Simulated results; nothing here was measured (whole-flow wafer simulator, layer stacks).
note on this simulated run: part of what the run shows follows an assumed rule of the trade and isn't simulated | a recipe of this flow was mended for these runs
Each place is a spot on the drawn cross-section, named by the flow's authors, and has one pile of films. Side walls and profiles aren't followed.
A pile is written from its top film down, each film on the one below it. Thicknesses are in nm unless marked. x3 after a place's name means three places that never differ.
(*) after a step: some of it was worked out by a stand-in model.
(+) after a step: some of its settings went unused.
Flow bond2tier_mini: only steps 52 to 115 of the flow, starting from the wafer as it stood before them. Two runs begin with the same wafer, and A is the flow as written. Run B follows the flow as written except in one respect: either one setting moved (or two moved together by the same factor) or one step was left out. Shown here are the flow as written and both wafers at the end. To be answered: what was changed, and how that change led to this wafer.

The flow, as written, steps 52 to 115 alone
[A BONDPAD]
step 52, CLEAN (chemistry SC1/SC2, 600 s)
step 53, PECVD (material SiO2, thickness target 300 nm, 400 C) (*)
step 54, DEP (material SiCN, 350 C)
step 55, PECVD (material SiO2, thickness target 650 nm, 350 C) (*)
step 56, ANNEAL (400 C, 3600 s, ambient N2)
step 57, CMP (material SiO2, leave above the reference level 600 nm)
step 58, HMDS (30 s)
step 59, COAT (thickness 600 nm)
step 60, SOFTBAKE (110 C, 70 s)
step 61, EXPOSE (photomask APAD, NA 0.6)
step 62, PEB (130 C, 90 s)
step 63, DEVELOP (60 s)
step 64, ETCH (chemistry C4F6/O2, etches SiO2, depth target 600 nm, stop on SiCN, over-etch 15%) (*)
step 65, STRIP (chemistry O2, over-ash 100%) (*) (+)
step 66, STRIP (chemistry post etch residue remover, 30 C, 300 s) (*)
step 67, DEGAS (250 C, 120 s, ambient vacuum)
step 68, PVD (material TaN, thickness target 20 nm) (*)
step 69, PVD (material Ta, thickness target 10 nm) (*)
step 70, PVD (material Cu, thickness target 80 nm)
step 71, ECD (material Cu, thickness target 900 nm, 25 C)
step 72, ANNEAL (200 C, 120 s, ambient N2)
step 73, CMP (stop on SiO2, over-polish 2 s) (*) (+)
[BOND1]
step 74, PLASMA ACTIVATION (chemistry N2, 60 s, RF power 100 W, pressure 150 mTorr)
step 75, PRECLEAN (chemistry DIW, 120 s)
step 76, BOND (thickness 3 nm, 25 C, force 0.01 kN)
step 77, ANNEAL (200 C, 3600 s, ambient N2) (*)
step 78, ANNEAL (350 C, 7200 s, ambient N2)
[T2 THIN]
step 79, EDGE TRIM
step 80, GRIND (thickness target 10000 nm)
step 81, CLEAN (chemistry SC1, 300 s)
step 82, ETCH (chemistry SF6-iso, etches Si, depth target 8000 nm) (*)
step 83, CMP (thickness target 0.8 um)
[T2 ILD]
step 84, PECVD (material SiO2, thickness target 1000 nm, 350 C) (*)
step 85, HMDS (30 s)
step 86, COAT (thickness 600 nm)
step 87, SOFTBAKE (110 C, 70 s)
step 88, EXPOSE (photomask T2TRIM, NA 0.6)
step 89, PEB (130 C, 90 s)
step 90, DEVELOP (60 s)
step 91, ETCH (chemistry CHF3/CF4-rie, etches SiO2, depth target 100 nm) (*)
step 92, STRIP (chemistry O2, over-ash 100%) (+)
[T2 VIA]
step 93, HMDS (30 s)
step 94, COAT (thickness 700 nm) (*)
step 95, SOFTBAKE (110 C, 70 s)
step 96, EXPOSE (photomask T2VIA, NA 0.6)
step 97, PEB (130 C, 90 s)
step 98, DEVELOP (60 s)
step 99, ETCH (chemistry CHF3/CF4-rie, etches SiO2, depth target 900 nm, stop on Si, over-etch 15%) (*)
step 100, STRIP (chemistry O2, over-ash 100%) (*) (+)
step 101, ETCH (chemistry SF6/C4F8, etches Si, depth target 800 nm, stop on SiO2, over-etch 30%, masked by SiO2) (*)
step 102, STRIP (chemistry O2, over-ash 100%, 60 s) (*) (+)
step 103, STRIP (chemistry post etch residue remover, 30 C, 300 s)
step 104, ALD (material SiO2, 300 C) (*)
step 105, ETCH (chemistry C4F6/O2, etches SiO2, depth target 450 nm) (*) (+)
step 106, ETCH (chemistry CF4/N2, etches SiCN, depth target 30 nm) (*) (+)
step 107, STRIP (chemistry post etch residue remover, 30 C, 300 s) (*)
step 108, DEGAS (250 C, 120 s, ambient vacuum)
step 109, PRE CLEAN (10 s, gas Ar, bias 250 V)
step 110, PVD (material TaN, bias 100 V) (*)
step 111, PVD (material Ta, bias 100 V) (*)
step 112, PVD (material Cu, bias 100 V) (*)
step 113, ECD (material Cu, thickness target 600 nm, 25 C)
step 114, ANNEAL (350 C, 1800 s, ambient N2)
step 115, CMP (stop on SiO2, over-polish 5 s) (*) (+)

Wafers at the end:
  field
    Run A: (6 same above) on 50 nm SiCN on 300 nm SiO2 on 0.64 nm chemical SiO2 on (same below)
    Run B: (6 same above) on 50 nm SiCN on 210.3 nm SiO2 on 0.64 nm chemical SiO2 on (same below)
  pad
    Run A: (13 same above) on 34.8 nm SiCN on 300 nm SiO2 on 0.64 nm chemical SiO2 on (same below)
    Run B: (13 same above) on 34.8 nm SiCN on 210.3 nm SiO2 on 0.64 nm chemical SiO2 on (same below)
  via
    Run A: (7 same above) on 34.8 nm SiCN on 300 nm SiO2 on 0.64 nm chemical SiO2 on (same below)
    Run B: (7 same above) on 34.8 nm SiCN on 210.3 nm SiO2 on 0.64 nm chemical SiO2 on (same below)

The reason: step 53, PECVD: thickness target 210.3 nm was run, whereas the flow has thickness target 300 nm.
The wafer lets one read it off: field has SiO2 210.3, and step 53 as written asks for 300 nm.

Step by step, how the change led to this:
  step 53, PECVD (material SiO2, thickness target 300 nm, 400 C) (*)
      field, pad, via: A SiO2 gains 300 (new film) | B SiO2 gains 210.3 (new film)
